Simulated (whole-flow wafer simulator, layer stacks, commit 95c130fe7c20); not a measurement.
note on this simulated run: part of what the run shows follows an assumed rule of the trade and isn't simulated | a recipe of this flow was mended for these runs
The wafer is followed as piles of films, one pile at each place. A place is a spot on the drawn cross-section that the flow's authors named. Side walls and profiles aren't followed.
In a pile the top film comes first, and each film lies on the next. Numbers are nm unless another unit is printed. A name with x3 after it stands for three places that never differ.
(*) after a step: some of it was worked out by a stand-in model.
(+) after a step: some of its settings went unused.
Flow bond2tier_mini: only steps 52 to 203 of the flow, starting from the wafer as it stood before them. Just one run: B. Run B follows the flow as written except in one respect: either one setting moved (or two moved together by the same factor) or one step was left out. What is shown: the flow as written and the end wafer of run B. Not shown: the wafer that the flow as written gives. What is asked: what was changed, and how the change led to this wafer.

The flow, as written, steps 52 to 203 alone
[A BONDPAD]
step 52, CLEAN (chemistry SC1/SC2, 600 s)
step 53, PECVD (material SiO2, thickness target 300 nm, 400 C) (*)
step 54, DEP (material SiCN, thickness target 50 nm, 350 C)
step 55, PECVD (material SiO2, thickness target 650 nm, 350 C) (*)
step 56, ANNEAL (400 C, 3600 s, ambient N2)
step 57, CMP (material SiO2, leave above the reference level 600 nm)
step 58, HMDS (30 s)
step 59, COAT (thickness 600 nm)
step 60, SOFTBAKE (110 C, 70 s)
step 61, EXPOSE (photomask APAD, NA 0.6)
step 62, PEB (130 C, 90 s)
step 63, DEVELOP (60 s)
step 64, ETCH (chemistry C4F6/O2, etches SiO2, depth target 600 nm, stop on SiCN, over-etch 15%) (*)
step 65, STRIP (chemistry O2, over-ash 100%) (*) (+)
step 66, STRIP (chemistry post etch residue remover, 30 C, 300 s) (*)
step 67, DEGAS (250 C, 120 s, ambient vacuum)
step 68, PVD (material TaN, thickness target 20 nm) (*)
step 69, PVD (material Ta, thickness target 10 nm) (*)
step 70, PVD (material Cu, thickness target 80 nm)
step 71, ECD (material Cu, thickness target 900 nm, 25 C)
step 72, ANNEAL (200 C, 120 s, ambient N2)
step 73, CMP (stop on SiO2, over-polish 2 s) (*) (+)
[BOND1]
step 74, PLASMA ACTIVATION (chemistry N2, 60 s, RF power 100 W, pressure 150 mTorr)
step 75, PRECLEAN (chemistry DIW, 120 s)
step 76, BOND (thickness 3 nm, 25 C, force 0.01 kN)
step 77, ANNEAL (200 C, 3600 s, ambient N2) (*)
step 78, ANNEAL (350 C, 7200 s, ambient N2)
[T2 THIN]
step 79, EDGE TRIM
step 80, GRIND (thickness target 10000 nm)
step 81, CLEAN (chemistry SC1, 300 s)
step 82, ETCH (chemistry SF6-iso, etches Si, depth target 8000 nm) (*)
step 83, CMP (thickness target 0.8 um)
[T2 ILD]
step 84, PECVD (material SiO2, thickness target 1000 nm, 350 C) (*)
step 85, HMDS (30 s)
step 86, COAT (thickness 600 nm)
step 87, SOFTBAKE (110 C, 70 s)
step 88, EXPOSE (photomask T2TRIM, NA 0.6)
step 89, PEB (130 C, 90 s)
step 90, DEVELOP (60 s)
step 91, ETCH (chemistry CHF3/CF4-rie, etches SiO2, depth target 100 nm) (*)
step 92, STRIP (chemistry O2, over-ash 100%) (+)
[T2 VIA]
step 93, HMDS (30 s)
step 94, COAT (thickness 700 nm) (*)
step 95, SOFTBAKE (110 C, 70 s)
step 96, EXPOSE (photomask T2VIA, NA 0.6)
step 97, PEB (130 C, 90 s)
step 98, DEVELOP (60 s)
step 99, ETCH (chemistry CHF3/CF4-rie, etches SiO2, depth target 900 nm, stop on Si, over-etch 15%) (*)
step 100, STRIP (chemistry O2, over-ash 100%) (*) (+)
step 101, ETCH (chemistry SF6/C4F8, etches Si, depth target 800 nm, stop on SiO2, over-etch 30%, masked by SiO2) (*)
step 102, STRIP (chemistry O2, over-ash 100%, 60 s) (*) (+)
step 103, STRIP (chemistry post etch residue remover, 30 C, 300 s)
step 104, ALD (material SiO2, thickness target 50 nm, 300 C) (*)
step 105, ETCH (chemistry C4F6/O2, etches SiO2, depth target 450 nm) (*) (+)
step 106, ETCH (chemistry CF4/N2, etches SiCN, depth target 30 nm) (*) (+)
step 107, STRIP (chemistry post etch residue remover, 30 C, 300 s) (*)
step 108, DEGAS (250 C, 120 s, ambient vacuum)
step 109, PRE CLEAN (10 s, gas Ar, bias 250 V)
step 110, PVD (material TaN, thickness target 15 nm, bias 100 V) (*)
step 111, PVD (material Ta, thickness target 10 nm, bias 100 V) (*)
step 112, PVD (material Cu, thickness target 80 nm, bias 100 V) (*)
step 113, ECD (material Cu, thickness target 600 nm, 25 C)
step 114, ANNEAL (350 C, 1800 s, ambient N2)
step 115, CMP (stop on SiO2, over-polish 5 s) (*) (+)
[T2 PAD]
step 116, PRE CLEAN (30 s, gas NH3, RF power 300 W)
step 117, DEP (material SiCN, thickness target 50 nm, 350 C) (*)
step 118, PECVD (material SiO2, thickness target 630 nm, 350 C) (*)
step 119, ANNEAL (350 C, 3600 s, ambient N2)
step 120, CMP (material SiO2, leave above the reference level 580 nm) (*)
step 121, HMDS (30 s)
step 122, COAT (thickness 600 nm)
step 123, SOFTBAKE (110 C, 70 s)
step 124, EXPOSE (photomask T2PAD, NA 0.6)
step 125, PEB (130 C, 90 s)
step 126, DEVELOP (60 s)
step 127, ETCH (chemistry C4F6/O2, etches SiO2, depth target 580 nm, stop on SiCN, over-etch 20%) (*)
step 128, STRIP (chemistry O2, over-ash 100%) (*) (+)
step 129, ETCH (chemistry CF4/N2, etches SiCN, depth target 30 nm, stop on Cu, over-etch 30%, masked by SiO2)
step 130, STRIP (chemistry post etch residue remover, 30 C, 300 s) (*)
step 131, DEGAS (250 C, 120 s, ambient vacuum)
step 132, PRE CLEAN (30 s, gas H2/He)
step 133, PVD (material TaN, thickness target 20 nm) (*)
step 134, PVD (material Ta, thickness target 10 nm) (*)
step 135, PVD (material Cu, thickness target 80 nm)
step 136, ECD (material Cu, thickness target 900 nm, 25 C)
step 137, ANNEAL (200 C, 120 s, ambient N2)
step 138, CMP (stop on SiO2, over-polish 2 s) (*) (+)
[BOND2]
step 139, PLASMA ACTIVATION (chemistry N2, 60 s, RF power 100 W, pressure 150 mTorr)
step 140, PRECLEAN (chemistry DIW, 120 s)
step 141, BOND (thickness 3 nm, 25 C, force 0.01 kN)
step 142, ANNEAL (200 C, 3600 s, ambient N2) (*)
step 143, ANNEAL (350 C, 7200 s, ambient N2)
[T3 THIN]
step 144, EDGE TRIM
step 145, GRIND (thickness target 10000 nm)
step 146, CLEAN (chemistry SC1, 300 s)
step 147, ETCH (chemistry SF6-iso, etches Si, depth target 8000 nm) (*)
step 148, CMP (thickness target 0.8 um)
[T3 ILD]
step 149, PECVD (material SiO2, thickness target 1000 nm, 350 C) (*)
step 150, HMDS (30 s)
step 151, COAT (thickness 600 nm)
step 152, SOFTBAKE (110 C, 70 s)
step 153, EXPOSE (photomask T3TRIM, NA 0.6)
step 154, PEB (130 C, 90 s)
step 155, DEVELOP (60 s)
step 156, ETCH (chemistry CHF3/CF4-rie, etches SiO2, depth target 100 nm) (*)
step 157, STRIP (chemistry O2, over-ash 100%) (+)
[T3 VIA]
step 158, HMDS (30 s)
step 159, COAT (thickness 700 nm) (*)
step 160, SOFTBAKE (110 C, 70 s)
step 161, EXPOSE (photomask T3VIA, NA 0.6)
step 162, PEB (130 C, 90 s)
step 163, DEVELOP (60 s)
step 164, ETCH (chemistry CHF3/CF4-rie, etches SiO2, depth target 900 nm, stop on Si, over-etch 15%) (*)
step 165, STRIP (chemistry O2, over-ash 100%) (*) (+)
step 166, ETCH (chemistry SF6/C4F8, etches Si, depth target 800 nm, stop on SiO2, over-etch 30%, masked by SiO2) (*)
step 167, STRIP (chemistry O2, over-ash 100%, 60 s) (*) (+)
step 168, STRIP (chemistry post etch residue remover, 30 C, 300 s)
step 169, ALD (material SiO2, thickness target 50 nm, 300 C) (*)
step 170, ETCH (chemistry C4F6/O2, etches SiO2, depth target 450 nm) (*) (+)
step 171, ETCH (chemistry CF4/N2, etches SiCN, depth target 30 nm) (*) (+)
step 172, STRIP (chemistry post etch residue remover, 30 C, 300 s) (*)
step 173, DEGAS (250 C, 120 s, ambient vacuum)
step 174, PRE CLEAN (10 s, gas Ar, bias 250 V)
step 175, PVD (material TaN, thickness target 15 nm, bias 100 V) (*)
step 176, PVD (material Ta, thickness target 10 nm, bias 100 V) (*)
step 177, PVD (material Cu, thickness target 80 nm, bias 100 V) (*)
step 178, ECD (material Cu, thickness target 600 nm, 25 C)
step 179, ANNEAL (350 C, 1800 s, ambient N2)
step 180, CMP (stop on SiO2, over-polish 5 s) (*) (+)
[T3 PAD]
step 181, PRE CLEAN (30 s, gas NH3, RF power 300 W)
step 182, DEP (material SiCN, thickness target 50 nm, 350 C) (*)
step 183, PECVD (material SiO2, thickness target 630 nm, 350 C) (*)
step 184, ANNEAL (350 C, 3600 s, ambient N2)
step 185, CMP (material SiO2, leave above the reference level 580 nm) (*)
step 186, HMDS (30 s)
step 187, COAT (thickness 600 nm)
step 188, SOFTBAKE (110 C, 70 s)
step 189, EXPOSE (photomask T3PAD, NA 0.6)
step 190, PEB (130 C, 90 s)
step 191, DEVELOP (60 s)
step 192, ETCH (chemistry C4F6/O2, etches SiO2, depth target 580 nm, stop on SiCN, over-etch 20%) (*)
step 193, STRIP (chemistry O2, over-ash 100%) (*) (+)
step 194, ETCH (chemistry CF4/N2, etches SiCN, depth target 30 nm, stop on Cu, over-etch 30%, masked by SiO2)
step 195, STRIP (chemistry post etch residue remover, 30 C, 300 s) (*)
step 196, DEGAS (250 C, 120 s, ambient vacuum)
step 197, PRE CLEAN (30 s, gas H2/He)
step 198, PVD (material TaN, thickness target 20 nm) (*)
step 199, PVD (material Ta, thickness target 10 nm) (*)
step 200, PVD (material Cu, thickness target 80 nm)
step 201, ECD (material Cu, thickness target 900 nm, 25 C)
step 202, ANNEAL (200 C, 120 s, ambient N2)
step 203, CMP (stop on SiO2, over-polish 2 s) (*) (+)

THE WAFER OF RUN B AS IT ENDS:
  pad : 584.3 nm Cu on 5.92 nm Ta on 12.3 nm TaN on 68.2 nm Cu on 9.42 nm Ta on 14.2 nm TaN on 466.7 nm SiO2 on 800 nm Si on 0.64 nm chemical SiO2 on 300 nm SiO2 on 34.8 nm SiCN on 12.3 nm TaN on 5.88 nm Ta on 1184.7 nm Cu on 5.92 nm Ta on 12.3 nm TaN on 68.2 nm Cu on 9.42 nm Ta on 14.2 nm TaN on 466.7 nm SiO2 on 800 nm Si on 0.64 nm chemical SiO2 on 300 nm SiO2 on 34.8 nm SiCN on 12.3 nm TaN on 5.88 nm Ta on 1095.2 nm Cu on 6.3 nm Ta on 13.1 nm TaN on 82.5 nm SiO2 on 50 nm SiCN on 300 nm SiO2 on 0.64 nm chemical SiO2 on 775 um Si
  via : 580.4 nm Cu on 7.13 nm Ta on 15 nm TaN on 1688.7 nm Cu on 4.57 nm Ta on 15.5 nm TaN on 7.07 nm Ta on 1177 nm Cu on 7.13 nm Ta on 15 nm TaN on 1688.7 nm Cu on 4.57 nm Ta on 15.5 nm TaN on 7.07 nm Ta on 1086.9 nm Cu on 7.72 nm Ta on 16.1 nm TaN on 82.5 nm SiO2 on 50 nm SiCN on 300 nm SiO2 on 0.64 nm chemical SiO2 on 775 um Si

What caused this: step 64, ETCH: depth target 450 nm was run, though the flow has depth target 600 nm.

The path from the change to this, step by step:
  step 64, ETCH (chemistry C4F6/O2, etches SiO2, depth target 600 nm, stop on SiCN, over-etch 15%) (*)
      pad, via: SiO2 loses 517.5 (as written it would have been: SiO2 loses 600 (all of it), SiCN loses 15.2)
      field: thick-KrF-resist loses 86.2 (as written it would have been: thick-KrF-resist loses 115)
  step 65, STRIP (chemistry O2, over-ash 100%) (*) (+)
      field: thick-KrF-resist loses 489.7 (all of it) (as written it would have been: thick-KrF-resist loses 460.9 (all of it))
  step 68, PVD (material TaN, thickness target 20 nm) (*)
      pad: TaN gains 13.1 (new film) (as written it would have been: TaN gains 12.3 (new film))
      via: TaN gains 16.1 (new film) (as written it would have been: TaN gains 14.9 (new film))
  step 69, PVD (material Ta, thickness target 10 nm) (*)
      via: Ta gains 7.72 (new film) (as written it would have been: Ta gains 7.07 (new film))
  step 70, PVD (material Cu, thickness target 80 nm)
      pad: Cu gains 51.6 (new film) (as written it would have been: Cu gains 48.4 (new film))
      via: Cu gains 63.8 (new film) (as written it would have been: Cu gains 59 (new film))
  step 71, ECD (material Cu, thickness target 900 nm, 25 C)
      pad: Cu gains 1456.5 (as written it would have been: Cu gains 1558.7)
      via: Cu gains 1439.9 (as written it would have been: Cu gains 1544.3)
